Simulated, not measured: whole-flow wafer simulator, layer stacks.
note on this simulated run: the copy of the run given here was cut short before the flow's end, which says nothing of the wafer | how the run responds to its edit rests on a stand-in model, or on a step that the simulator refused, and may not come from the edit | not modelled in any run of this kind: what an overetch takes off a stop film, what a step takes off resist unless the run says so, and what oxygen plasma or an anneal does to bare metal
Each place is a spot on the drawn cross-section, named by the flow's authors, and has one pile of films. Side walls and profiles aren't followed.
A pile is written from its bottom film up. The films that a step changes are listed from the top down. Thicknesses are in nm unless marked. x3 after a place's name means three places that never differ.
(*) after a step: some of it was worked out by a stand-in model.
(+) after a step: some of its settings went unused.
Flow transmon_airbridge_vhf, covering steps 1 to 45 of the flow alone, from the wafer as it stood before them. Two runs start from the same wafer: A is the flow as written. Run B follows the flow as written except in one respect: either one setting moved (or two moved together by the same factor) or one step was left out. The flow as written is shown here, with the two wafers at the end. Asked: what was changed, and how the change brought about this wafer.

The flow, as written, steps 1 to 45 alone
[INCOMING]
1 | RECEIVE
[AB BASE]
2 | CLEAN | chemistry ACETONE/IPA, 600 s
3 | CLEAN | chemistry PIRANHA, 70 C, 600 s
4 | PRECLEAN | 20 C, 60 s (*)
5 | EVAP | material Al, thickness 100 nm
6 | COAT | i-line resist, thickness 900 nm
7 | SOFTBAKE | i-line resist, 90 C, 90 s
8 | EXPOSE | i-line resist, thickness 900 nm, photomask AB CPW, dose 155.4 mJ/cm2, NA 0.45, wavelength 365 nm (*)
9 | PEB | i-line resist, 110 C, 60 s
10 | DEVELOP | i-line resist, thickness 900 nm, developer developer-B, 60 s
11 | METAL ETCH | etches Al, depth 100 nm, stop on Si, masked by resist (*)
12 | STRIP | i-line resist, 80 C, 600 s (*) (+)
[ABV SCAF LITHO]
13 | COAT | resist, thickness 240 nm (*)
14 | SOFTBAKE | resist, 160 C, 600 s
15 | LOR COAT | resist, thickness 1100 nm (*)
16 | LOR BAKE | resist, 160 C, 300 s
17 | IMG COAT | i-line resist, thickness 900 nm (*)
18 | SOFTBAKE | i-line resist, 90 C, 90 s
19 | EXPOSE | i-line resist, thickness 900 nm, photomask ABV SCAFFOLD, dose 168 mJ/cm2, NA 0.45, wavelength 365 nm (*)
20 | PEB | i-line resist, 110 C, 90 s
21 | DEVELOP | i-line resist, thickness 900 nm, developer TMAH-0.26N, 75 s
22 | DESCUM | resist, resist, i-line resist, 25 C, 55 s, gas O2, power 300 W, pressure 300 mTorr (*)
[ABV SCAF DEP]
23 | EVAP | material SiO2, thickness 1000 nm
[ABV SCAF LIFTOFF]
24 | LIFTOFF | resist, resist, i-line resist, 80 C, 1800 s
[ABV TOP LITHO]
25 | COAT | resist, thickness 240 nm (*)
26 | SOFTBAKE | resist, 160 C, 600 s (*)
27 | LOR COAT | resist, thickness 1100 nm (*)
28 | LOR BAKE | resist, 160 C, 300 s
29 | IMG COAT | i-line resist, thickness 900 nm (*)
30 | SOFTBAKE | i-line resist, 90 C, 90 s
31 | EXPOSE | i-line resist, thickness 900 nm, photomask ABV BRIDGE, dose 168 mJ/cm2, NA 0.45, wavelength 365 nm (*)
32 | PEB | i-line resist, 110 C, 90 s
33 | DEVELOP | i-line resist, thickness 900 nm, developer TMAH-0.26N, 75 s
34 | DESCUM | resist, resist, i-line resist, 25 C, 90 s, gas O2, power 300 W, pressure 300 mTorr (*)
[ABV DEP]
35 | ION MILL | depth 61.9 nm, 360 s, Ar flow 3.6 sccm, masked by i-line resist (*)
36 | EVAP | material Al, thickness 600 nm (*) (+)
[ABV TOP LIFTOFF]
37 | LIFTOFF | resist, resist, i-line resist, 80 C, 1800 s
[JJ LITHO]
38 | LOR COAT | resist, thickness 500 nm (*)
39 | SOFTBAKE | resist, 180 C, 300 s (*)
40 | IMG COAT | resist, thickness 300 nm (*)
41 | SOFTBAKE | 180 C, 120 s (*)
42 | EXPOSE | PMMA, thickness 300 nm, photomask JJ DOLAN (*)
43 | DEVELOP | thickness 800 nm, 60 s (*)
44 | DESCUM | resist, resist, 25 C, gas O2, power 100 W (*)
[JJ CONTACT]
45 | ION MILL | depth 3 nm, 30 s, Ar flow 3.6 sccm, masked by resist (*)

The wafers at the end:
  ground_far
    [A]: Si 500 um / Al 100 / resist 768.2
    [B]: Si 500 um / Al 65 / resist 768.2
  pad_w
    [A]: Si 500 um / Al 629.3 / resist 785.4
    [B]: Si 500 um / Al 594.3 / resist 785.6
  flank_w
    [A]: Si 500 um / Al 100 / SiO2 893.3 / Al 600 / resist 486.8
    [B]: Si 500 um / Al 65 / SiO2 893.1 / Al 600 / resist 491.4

Cause: step 5, EVAP: thickness 65 nm was run, though the flow has thickness 100 nm.
One can read it off the wafer: ground_far has Al 65, and step 5 as written asks for 100 nm.

How this came from the change, step by step:
  5 | EVAP | material Al, thickness 100 nm
      field x3, jj_line, ground_far and 12 more: A +100 Al (new film) | B +65 Al (new film)
  11 | METAL ETCH | etches Al, depth 100 nm, stop on Si, masked by resist (*)
      ground_far, pad_w, flank_w and 8 more: A -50 i-line resist | B -48.8 i-line resist
      field x3, jj_line, gap_w, gap_e: A -100 Al (all of it) | B -65 Al (all of it)
  13 | COAT | resist, thickness 240 nm (*)
      flank_w, flank_e: A +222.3 resist (new film) | B +228 resist (new film)
  22 | DESCUM | resist, resist, i-line resist, 25 C, 55 s, gas O2, power 300 W, pressure 300 mTorr (*)
      flank_w, flank_e: A -222.3 resist (all of it) | B -228 resist (all of it)
  25 | COAT | resist, thickness 240 nm (*)
      flank_w, flank_e: A +152.6 resist (new film) | B +156.3 resist (new film)
  34 | DESCUM | resist, resist, i-line resist, 25 C, 90 s, gas O2, power 300 W, pressure 300 mTorr (*)
      flank_w, flank_e: A -152.6 resist (all of it) | B -156.3 resist (all of it)
  40 | IMG COAT | resist, thickness 300 nm (*)
      flank_w, flank_e: A +212.1 resist | B +217.6 resist
